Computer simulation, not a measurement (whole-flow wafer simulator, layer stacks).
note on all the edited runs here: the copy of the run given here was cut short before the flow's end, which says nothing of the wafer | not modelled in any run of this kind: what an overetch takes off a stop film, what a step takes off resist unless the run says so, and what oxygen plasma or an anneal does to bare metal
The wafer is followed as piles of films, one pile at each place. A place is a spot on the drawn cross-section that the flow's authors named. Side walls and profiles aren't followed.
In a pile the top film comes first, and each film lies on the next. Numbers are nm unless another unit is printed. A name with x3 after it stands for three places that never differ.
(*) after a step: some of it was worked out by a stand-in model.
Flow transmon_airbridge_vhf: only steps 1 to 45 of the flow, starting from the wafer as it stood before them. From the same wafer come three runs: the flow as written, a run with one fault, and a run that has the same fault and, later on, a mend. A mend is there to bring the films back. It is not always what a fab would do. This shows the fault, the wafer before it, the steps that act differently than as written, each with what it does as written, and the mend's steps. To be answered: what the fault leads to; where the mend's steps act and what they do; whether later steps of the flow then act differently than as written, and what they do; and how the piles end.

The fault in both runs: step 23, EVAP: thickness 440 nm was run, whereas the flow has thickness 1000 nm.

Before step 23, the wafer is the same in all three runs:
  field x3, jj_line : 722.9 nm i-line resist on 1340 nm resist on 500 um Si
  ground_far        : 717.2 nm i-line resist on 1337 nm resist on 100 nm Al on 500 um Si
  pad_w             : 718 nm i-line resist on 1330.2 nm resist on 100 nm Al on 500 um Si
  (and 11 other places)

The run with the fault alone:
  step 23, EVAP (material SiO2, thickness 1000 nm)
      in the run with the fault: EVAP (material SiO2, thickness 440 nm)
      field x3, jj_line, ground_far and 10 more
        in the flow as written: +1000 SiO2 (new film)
        in the run with the fault: +440 SiO2 (new film)
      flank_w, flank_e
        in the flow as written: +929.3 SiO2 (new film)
        in the run with the fault: +408.9 SiO2 (new film)
  Later steps of the flow acting differently than as written (not shown: 1 more step that differs only slightly, by at most 2% or 0.5 nm, whichever is larger):
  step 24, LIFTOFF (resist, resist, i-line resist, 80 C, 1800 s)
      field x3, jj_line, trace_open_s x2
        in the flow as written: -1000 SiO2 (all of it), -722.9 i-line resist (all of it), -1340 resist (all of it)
        in the run with the fault: -440 SiO2 (all of it), -722.9 i-line resist (all of it), -1340 resist (all of it)
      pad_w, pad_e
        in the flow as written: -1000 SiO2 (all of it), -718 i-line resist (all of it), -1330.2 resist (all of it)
        in the run with the fault: -440 SiO2 (all of it), -718 i-line resist (all of it), -1330.2 resist (all of it)
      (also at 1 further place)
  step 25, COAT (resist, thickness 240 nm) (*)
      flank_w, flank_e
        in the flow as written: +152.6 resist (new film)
        in the run with the fault: +173.2 resist (new film)
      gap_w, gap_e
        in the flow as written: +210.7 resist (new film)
        in the run with the fault: +234.2 resist (new film)
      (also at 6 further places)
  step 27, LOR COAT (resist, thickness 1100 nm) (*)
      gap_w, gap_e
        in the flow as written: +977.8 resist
        in the run with the fault: +1057.9 resist
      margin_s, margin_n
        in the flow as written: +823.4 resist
        in the run with the fault: +969.1 resist
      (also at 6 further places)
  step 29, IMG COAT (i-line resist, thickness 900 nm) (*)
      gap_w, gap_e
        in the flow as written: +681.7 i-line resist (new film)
        in the run with the fault: +819.4 i-line resist (new film)
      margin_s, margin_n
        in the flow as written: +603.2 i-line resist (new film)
        in the run with the fault: +778.1 i-line resist (new film)
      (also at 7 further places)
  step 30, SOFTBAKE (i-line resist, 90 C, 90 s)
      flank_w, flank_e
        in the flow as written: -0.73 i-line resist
        in the run with the fault: -0.21 i-line resist
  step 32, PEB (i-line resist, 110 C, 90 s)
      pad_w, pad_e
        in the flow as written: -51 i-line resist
        in the run with the fault: -48.1 i-line resist
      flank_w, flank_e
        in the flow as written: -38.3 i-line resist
        in the run with the fault: -43.7 i-line resist
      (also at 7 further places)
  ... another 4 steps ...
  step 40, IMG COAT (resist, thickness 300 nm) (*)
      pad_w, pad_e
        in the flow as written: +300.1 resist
        in the run with the fault: +285.1 resist
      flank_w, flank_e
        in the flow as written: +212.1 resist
        in the run with the fault: +228.9 resist
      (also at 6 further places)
  The piles end different from the flow's at pad_w, flank_w, gap_w and 7 more by more than 2% or 0.5 nm, whichever is larger.
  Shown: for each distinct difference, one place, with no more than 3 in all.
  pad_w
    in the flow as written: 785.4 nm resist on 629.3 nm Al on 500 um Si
    in the run with the fault: 737.6 nm resist on 629.8 nm Al on 500 um Si
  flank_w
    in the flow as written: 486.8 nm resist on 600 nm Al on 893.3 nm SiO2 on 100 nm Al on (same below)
    in the run with the fault: 569.7 nm resist on 600 nm Al on 372.9 nm SiO2 on 100 nm Al on (same below)
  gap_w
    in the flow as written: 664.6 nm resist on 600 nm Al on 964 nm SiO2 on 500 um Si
    in the run with the fault: 713.1 nm resist on 600 nm Al on 404 nm SiO2 on 500 um Si

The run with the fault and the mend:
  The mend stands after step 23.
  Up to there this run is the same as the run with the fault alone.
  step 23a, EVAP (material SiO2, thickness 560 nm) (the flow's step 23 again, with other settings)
      field x3, jj_line, ground_far and 10 more
        +560 SiO2
      flank_w, flank_e
        +521.2 SiO2
  None of the later steps of the flow differs from how it acts as written, at any place that is followed, by more than 2% or 0.5 nm, whichever is larger.
  At the end the piles are close to the flow's at the places that both follow, differing by at most 2% or 0.5 nm, whichever is larger.
